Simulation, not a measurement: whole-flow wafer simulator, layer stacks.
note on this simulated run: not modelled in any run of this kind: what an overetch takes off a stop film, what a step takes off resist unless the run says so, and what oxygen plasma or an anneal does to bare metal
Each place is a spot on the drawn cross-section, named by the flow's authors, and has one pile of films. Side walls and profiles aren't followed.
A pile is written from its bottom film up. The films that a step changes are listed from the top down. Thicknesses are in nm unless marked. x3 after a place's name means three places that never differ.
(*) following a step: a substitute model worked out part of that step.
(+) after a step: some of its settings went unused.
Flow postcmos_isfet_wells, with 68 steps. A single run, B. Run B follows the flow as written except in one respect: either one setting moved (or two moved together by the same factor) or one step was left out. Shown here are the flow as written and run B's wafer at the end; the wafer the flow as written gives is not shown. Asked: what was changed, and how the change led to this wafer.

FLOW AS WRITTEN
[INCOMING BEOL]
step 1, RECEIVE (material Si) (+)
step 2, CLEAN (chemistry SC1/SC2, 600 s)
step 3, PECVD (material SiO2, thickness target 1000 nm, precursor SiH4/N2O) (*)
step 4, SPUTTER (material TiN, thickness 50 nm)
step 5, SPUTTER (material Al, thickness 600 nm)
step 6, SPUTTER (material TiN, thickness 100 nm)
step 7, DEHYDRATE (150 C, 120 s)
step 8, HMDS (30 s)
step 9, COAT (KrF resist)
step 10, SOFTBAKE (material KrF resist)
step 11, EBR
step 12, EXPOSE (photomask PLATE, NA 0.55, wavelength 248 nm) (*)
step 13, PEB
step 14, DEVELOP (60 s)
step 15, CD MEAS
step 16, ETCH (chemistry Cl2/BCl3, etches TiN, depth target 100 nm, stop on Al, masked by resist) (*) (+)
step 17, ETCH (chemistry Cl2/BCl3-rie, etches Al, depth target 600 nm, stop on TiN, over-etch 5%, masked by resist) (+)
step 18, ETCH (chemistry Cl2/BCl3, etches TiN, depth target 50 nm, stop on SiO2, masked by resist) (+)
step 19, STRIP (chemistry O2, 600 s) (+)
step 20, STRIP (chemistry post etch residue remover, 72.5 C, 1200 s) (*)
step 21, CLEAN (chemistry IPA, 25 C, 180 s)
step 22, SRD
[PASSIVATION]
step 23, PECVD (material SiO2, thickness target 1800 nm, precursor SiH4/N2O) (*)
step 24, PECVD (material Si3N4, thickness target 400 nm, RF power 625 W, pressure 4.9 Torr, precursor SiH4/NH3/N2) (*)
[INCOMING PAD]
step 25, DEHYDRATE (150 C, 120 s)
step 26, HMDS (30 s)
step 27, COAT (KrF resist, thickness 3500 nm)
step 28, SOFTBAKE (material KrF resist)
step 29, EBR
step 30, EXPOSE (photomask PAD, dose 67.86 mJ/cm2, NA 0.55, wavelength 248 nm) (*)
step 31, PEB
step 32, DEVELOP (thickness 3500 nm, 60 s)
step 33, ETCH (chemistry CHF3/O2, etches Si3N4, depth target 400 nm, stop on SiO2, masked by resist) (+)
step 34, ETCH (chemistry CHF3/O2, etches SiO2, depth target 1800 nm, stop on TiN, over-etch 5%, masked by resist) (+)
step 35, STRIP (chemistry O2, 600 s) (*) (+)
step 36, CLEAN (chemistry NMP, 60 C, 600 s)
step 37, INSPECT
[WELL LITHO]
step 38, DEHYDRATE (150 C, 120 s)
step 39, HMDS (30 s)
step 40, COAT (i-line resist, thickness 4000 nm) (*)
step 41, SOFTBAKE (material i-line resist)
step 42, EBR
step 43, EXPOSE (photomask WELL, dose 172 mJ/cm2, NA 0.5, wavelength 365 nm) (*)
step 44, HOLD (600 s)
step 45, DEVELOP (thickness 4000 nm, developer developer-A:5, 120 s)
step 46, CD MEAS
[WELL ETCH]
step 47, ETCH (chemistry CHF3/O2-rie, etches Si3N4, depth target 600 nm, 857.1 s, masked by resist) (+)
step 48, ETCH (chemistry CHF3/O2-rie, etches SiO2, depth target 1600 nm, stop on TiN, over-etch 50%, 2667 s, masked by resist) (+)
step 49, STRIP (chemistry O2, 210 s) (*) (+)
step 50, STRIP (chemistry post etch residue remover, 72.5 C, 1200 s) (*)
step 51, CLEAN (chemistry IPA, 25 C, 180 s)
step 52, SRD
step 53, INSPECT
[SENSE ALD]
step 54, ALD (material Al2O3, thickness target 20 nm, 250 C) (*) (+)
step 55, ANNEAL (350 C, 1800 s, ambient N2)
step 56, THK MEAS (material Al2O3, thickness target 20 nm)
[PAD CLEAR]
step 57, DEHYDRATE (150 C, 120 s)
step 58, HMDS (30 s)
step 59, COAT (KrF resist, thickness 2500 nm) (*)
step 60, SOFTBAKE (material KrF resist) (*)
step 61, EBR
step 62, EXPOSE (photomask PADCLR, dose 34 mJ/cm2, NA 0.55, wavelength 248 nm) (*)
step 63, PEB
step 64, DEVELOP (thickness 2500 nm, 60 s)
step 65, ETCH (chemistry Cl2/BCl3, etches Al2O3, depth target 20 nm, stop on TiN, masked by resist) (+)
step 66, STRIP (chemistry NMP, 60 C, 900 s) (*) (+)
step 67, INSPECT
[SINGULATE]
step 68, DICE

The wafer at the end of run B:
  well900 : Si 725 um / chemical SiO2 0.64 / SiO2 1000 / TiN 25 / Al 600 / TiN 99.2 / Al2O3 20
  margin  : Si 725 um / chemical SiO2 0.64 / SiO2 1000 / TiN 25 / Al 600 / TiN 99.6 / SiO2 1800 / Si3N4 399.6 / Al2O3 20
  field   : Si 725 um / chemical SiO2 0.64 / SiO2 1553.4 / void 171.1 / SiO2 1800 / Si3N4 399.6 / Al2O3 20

The reason: step 4, SPUTTER: thickness 25 nm was run, though the flow has thickness 50 nm.
The wafer itself shows it: well900 has TiN 25, and step 4 as written asks for 50 nm.

Step by step, how the change led to this:
  step 4, SPUTTER (material TiN, thickness 50 nm)
      field, margin, well900 and 6 more: +25 TiN (new film) (in the flow as written it would be: +50 TiN (new film))
  step 18, ETCH (chemistry Cl2/BCl3, etches TiN, depth target 50 nm, stop on SiO2, masked by resist) (+)
      margin, well900, well1300, well2000, well3000, pad_rim, pad_clr, pad_open: -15 KrF resist (in the flow as written it would be: -20 KrF resist)
      field: -25 TiN (all of it) (in the flow as written it would be: -50 TiN (all of it))
  step 23, PECVD (material SiO2, thickness target 1800 nm, precursor SiH4/N2O) (*)
      field: +1800 SiO2 (new film), +171.1 void (new film), +553.4 SiO2 (in the flow as written it would be: +1800 SiO2 (new film), +189.9 void (new film), +559.7 SiO2)
